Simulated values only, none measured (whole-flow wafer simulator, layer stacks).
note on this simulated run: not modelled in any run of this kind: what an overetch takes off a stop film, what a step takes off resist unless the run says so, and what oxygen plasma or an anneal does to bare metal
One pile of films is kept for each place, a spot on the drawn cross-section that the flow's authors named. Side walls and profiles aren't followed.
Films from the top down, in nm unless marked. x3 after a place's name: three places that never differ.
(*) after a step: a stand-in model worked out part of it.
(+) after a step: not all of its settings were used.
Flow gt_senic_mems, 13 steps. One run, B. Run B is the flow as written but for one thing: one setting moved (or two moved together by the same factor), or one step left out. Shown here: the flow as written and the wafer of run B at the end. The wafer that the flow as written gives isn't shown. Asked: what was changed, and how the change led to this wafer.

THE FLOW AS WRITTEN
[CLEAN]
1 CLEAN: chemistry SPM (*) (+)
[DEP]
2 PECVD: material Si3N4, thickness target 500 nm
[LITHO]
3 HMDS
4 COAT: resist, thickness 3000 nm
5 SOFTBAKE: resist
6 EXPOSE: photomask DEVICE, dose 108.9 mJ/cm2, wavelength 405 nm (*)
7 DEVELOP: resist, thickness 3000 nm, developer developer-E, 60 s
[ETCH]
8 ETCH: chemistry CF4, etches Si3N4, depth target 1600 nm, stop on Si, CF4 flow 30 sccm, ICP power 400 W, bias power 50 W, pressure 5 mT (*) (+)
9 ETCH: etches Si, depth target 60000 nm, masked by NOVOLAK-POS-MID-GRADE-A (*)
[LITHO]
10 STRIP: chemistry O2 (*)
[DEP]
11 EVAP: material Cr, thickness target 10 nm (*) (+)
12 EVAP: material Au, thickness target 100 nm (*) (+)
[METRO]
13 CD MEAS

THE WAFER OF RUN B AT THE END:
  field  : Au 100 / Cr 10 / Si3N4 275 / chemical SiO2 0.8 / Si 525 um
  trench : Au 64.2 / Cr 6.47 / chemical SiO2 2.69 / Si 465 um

The cause: step 2, PECVD: thickness target 275 nm was run, where the flow has thickness target 500 nm.
It can be read off the wafer: field has Si3N4 275, and step 2 as written asks for 500 nm.

How the change led to this, step by step:
  2 PECVD: material Si3N4, thickness target 500 nm
      field, trench: Si3N4 +275 (new film) (as written it would be: Si3N4 +500 (new film))
  8 ETCH: chemistry CF4, etches Si3N4, depth target 1600 nm, stop on Si, CF4 flow 30 sccm, ICP power 400 W, bias power 50 W, pressure 5 mT (*) (+)
      field: resist -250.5 (as written it would be: resist -400.5)
      trench: Si3N4 -275 (all of it), chemical SiO2 -0.8 (all of it) (as written it would be: Si3N4 -500 (all of it), chemical SiO2 -0.8 (all of it))
  10 STRIP: chemistry O2 (*)
      field: resist -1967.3 (all of it) (as written it would be: resist -1817.3 (all of it))
